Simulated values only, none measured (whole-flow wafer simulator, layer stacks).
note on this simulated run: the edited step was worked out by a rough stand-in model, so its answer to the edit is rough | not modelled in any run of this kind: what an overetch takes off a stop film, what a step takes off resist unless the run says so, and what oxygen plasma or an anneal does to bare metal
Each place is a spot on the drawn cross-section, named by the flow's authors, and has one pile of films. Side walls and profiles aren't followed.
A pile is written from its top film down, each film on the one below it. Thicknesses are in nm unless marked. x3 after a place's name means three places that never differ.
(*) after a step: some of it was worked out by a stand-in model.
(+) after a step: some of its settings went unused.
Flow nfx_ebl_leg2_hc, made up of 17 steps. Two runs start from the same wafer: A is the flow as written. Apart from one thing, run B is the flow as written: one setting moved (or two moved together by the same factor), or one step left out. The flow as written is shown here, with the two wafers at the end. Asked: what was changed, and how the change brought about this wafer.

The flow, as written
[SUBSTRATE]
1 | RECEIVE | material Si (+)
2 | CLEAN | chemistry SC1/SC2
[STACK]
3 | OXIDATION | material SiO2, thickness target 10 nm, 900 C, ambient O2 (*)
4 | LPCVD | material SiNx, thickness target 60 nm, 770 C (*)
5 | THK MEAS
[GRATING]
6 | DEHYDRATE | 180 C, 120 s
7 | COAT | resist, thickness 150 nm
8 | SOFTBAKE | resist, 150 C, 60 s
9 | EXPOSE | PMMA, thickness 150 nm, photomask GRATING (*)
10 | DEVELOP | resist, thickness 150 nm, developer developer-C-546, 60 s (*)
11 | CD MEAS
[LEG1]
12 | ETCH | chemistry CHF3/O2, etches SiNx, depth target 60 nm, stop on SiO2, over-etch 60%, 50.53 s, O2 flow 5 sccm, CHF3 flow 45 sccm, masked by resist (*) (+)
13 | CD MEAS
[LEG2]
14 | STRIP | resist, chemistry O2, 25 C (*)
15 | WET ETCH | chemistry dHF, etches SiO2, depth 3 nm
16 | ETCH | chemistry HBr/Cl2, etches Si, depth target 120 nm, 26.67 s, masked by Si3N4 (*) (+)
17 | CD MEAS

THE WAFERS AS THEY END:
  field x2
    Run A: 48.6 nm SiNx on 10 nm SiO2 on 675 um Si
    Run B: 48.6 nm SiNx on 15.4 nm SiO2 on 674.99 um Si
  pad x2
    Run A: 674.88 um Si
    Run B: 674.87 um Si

What caused this: step 3, OXIDATION: 945 C was run, whereas the flow has 900 C.

The path from the change to this, step by step:
  3 | OXIDATION | material SiO2, thickness target 10 nm, 900 C, ambient O2 (*)
      field x2, pad x2: A +10 SiO2 (new film), -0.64 chemical SiO2 (all of it), -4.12 Si | B +15.4 SiO2 (new film), -0.64 chemical SiO2 (all of it), -6.48 Si
  12 | ETCH | chemistry CHF3/O2, etches SiNx, depth target 60 nm, stop on SiO2, over-etch 60%, 50.53 s, O2 flow 5 sccm, CHF3 flow 45 sccm, masked by resist (*) (+)
      pad x2: A -60 SiNx (all of it), -10 SiO2 (all of it) | B -60 SiNx (all of it), -15.4 SiO2 (all of it)
